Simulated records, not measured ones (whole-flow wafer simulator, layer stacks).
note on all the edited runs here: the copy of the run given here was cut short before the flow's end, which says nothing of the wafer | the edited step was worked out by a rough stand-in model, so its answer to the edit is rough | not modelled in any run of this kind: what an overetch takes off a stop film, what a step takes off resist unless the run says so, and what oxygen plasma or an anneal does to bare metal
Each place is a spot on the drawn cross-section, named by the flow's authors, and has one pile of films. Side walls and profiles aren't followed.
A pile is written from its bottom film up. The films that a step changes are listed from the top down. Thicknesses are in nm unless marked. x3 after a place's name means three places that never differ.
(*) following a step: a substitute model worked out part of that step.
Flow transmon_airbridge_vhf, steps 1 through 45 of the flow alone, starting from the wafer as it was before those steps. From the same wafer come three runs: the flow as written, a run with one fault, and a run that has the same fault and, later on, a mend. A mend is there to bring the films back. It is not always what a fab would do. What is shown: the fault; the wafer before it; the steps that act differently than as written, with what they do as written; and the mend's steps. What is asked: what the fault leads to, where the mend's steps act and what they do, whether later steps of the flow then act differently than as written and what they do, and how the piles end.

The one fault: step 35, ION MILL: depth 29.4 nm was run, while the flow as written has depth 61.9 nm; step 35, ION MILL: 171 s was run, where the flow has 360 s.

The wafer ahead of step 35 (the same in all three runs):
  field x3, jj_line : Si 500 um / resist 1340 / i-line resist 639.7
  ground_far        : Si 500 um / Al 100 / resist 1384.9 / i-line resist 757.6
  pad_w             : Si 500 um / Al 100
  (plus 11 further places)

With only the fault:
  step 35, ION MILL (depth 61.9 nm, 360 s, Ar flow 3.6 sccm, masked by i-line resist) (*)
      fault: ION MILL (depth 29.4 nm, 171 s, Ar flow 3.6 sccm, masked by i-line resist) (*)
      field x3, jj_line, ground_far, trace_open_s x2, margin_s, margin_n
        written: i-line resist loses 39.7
        fault: i-line resist loses 18.9
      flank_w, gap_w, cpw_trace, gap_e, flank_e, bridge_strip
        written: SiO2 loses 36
        fault: SiO2 loses 17.1
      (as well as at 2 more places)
  Steps further on in the flow that do not act as written (3 more steps, not shown, differ only slightly: by at most 2% or 0.5 nm, whichever is larger):
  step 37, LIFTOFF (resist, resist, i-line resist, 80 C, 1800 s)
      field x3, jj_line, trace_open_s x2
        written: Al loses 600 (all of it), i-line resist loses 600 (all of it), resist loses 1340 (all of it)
        fault: Al loses 600 (all of it), i-line resist loses 620.8 (all of it), resist loses 1340 (all of it)
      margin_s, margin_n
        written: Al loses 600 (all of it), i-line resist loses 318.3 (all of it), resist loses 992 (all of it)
        fault: Al loses 600 (all of it), i-line resist loses 339.1 (all of it), resist loses 992 (all of it)
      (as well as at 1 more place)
  The piles end different from the flow's at pad_w, flank_w, flank_e, pad_e by more than 2% or 0.5 nm, whichever is larger.
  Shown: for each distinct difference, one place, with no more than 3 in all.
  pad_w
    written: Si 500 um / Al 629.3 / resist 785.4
    fault: Si 500 um / Al 661.9 / resist 780.2
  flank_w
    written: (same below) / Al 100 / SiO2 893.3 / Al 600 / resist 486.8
    fault: (same below) / Al 100 / SiO2 912.2 / Al 600 / resist 486.6

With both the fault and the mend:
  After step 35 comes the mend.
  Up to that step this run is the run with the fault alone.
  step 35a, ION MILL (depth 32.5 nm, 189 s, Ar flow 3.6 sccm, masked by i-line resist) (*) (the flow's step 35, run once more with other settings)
      field x3, jj_line, ground_far, trace_open_s x2, margin_s, margin_n
        i-line resist loses 20.9
      flank_w, gap_w, cpw_trace, gap_e, flank_e, bridge_strip
        SiO2 loses 18.9
      pad_w, pad_e
        Al loses 32.5
  None of the later steps of the flow acts differently than as written at any place that is followed.
  The piles end the same as the flow's at every place that both follow.
